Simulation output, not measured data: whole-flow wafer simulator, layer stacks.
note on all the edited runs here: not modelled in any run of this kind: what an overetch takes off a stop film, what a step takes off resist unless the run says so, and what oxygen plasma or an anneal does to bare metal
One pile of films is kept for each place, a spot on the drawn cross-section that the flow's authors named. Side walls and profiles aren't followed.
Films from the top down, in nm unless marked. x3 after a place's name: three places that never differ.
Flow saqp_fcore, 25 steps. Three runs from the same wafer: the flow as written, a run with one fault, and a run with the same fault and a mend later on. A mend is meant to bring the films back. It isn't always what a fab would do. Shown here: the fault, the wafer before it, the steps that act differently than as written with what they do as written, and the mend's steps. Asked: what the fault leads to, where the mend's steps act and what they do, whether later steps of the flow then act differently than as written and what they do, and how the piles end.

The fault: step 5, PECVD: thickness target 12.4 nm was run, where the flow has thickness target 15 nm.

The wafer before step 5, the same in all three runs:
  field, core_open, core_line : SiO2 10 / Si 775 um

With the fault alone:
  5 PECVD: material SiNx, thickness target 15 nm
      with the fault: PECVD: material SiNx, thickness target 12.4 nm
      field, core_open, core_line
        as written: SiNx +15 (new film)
        with the fault: SiNx +12.4 (new film)
  No later step of the flow acts differently than as written at any place that is followed.
  At the end the piles differ from the flow's by more than 2% or 0.5 nm, whichever is larger, at field, core_open, core_line.
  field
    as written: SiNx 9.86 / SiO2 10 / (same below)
    with the fault: SiNx 7.26 / SiO2 10 / (same below)
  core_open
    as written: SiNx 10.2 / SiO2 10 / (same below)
    with the fault: SiNx 7.58 / SiO2 10 / (same below)
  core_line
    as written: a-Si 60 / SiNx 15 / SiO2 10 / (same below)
    with the fault: a-Si 60 / SiNx 12.4 / SiO2 10 / (same below)

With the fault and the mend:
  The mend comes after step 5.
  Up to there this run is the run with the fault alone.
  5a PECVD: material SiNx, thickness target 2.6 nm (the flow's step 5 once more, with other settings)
      field, core_open, core_line
        SiNx +2.6
  No later step of the flow acts differently than as written at any place that is followed.
  At the end the piles are the same as the flow's at every place that both follow.
